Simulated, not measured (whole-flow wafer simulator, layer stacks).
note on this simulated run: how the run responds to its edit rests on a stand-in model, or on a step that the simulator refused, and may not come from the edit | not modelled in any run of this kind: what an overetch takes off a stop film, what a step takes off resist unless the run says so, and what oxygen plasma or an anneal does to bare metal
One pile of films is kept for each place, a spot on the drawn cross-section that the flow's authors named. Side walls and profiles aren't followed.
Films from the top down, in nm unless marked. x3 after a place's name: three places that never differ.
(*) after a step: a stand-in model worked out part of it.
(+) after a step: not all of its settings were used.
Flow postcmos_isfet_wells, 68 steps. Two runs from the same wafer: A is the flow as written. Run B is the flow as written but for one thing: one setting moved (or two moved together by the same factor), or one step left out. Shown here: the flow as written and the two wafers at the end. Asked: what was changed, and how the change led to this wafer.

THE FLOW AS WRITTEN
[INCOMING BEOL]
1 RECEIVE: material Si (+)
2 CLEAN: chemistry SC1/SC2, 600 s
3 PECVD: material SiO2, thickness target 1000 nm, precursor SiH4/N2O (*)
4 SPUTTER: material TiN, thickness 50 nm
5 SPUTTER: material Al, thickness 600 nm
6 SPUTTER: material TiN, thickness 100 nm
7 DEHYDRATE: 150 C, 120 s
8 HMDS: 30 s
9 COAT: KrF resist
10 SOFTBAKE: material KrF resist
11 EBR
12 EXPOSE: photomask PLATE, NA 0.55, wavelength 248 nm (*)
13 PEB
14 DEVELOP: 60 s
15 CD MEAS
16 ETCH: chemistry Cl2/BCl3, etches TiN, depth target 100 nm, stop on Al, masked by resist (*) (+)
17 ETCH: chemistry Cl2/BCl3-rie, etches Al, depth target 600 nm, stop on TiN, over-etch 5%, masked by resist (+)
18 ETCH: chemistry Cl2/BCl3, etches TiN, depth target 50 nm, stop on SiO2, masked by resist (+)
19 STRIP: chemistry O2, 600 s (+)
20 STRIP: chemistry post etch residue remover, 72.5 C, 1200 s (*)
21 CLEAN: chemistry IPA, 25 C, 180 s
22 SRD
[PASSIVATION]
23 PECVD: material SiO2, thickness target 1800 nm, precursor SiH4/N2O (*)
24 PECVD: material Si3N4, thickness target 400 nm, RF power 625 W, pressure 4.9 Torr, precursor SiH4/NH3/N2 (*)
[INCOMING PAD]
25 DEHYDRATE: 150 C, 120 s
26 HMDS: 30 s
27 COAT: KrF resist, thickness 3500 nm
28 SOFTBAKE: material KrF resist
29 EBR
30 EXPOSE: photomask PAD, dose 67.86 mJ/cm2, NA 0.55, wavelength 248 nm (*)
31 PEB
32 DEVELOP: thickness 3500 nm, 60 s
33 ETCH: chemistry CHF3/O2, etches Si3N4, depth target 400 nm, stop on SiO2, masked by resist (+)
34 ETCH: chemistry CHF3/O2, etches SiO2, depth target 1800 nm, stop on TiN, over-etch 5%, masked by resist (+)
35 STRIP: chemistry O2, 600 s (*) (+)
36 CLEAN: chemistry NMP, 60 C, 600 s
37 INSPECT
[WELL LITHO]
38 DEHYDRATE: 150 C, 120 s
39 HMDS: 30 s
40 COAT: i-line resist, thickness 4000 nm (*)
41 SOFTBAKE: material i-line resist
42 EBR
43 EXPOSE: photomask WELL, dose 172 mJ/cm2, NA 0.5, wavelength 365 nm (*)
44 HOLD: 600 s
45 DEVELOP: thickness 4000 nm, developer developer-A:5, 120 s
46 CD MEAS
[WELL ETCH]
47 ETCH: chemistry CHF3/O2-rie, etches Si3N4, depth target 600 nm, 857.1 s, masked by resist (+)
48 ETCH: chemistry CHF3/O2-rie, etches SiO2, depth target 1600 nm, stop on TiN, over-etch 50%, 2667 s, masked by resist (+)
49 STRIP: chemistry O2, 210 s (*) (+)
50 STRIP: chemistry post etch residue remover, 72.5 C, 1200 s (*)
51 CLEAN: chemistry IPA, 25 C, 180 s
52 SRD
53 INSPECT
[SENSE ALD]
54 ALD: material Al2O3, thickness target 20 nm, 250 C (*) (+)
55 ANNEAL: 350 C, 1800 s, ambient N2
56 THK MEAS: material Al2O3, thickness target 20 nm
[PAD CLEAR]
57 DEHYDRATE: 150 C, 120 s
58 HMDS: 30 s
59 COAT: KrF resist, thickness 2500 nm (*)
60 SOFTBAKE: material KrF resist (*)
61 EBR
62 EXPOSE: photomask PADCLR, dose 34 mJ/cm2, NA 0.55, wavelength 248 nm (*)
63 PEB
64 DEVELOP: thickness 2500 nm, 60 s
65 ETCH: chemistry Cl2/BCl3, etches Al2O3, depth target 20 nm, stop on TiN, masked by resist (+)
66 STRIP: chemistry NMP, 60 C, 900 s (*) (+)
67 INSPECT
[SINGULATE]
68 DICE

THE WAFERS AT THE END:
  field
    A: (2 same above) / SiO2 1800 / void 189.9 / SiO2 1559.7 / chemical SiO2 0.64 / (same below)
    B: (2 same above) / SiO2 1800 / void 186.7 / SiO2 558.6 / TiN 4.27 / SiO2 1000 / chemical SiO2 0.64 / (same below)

The cause: step 18, ETCH: depth target 45.31 nm was run, where the flow has depth target 50 nm.

How the change led to this, step by step:
  18 ETCH: chemistry Cl2/BCl3, etches TiN, depth target 50 nm, stop on SiO2, masked by resist (+)
      field: A TiN -50 (all of it) | B TiN -45.3
      margin, well900, well1300, well2000, well3000, pad_rim, pad_clr, pad_open: A KrF resist -20 | B KrF resist -18.1
  23 PECVD: material SiO2, thickness target 1800 nm, precursor SiH4/N2O (*)
      field: A SiO2 +1800 (new film), void +189.9 (new film), SiO2 +559.7 | B SiO2 +1800 (new film), void +186.7 (new film), SiO2 +558.6 (new film)
Counting metal films that touch as one body, field has 1 body; the flow as written gives 0 bodies.
